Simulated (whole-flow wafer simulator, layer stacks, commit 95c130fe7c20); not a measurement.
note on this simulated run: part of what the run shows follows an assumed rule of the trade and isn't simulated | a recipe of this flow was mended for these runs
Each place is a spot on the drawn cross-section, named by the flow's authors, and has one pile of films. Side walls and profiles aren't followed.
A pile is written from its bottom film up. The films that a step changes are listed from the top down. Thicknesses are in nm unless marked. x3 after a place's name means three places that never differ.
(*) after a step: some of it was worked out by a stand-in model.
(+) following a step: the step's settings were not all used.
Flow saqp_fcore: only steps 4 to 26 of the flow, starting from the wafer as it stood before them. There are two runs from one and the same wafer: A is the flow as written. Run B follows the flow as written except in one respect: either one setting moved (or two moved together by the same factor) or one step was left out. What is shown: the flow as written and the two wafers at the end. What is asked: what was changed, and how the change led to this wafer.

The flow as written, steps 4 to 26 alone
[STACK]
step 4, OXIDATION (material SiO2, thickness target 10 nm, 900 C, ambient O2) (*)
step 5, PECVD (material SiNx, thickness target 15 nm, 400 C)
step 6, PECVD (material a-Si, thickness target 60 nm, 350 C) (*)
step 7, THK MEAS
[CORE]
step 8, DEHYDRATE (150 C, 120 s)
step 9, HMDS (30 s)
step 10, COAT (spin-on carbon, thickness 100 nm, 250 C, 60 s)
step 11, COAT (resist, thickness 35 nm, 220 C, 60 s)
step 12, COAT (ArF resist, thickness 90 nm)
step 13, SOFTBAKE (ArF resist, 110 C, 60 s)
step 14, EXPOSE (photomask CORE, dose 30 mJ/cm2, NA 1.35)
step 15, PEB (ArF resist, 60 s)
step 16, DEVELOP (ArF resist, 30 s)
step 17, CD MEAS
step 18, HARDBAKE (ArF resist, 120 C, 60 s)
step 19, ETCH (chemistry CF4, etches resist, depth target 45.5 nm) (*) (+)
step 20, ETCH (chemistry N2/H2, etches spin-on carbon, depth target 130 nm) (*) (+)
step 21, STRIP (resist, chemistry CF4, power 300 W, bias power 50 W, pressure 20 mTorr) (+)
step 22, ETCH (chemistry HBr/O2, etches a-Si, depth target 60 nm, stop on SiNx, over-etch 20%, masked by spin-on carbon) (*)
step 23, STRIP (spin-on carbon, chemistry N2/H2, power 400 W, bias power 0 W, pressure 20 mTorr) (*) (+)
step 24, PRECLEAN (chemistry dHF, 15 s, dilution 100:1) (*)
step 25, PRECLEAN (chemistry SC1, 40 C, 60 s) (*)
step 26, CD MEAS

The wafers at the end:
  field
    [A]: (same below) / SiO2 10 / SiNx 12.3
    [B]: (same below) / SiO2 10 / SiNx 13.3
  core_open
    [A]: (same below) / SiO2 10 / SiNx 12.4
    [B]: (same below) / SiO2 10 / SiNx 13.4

What caused this: step 22, ETCH: depth target 38.4 nm was run, though the flow has depth target 60 nm.

How this came from the change, step by step:
  step 22, ETCH (chemistry HBr/O2, etches a-Si, depth target 60 nm, stop on SiNx, over-etch 20%, masked by spin-on carbon) (*)
      field: A a-Si loses 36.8 (all of it), SiNx loses 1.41 | B a-Si loses 36.8 (all of it), SiNx loses 0.37
      core_open: A a-Si loses 39.4 (all of it), SiNx loses 1.3 | B a-Si loses 39.4 (all of it), SiNx loses 0.27
